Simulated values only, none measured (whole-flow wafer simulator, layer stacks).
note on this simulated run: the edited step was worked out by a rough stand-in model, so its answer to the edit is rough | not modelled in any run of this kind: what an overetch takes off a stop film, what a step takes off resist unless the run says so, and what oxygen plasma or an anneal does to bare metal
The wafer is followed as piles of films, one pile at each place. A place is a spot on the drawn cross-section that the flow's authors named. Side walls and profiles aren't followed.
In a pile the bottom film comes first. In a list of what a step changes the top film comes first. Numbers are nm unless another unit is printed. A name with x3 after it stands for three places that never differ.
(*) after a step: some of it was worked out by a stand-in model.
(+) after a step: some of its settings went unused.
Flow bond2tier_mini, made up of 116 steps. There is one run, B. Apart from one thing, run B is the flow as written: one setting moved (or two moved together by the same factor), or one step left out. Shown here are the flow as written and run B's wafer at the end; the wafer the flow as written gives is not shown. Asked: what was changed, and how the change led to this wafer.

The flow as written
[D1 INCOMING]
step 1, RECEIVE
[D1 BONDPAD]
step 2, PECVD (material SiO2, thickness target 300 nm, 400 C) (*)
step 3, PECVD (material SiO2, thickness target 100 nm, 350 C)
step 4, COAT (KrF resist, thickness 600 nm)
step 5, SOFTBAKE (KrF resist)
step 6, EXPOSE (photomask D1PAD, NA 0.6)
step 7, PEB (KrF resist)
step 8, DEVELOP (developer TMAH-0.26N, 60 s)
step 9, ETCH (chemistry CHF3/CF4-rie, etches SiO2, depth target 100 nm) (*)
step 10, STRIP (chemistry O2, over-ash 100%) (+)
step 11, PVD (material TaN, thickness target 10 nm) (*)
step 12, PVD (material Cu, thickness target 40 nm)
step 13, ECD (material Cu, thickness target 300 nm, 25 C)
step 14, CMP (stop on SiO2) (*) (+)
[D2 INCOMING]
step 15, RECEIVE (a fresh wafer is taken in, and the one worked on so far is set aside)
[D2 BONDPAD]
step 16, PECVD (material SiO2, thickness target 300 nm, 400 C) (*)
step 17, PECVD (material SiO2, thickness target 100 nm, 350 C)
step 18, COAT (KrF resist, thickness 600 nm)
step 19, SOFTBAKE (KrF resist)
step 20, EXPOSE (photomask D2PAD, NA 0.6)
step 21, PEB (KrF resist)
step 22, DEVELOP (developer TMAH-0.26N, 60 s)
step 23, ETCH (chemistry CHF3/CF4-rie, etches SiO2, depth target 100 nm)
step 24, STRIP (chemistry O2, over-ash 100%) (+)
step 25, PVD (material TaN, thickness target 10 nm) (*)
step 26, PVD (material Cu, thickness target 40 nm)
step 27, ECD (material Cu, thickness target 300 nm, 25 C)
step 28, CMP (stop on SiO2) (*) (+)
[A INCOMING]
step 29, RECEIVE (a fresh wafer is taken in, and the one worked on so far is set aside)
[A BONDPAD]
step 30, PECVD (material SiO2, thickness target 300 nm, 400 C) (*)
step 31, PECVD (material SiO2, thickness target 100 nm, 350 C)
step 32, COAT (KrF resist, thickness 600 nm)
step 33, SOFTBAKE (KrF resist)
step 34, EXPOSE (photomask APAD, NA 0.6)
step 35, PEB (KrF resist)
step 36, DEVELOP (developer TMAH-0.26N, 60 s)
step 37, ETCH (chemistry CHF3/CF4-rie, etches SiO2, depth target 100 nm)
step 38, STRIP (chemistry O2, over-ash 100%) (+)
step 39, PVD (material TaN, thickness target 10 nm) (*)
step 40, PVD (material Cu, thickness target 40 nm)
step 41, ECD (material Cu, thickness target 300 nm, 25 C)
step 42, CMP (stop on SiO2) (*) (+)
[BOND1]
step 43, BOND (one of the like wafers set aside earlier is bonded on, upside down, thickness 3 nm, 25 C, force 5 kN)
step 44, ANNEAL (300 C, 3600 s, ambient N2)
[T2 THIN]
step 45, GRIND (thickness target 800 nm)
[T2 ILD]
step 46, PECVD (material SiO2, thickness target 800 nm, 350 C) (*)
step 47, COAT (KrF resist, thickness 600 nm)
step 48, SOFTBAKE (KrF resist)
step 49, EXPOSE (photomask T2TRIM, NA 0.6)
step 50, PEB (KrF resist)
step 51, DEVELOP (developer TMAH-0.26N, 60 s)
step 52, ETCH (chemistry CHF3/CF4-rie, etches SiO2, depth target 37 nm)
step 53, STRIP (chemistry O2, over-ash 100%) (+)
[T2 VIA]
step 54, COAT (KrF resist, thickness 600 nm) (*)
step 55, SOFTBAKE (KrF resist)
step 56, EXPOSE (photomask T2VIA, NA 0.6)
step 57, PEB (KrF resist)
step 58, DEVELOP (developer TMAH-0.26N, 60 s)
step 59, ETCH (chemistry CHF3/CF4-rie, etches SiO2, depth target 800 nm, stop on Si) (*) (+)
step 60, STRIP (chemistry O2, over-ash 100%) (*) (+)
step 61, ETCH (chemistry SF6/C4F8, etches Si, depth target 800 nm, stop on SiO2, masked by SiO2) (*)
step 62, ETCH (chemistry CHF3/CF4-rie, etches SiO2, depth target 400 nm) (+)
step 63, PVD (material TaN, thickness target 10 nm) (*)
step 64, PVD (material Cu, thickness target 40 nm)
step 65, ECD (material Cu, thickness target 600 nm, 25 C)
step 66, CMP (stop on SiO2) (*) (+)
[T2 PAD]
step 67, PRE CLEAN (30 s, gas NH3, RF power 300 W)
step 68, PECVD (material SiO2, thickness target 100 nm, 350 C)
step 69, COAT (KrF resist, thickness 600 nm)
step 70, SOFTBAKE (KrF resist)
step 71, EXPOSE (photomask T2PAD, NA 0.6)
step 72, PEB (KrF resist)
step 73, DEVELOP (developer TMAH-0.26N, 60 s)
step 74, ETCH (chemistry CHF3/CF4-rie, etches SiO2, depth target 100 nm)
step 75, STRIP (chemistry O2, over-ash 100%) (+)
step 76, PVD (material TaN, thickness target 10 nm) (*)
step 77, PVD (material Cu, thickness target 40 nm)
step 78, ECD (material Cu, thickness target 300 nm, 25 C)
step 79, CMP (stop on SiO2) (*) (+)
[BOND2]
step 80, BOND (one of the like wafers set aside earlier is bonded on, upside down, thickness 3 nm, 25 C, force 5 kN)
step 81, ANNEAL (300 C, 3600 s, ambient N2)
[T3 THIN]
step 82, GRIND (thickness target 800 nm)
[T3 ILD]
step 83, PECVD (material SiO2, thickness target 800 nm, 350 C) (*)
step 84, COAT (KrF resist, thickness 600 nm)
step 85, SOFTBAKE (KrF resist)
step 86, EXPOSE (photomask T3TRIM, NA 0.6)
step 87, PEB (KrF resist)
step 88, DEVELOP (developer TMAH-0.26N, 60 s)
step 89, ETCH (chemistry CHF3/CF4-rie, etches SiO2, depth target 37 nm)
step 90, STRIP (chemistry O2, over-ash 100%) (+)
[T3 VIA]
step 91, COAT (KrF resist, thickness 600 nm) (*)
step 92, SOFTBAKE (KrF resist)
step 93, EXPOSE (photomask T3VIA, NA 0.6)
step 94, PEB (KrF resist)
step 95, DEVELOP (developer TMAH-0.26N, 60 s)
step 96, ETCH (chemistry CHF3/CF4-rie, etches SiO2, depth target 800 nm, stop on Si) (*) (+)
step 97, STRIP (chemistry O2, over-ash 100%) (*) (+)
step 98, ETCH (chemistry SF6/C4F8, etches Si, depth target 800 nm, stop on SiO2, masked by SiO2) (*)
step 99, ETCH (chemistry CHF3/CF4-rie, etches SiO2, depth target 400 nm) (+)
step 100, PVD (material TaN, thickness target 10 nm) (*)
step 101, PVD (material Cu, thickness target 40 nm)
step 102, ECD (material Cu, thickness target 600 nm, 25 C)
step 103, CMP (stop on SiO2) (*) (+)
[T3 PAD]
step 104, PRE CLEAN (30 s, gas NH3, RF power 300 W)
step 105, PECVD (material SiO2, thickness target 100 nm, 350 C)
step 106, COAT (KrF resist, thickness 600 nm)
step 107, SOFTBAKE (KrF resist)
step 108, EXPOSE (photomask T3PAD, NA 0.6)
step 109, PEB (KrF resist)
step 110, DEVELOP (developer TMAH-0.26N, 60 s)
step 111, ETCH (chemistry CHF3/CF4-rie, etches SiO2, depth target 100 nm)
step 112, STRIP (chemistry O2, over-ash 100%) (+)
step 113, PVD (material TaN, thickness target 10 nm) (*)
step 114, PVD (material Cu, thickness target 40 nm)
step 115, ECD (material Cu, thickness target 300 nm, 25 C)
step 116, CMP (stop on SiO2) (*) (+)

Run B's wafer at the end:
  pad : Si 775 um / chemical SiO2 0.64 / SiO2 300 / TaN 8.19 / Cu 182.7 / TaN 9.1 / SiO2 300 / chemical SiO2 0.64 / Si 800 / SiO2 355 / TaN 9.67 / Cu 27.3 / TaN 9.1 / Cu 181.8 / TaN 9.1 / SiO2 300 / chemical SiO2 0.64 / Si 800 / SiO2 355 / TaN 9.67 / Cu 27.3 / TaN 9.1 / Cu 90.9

The reason: step 39, PVD: thickness target 9 nm was run, while the flow as written has thickness target 10 nm.

How this came from the change, step by step:
  step 39, PVD (material TaN, thickness target 10 nm) (*)
      field: +9 TaN (new film) (in the flow as written it would be: +10 TaN (new film))
      pad: +8.19 TaN (new film) (in the flow as written it would be: +9.1 TaN (new film))
      (and at 1 other place as well)
  step 42, CMP (stop on SiO2) (*) (+)
      field: -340 Cu (all of it), -9 TaN (all of it) (in the flow as written it would be: -340 Cu (all of it), -10 TaN (all of it))
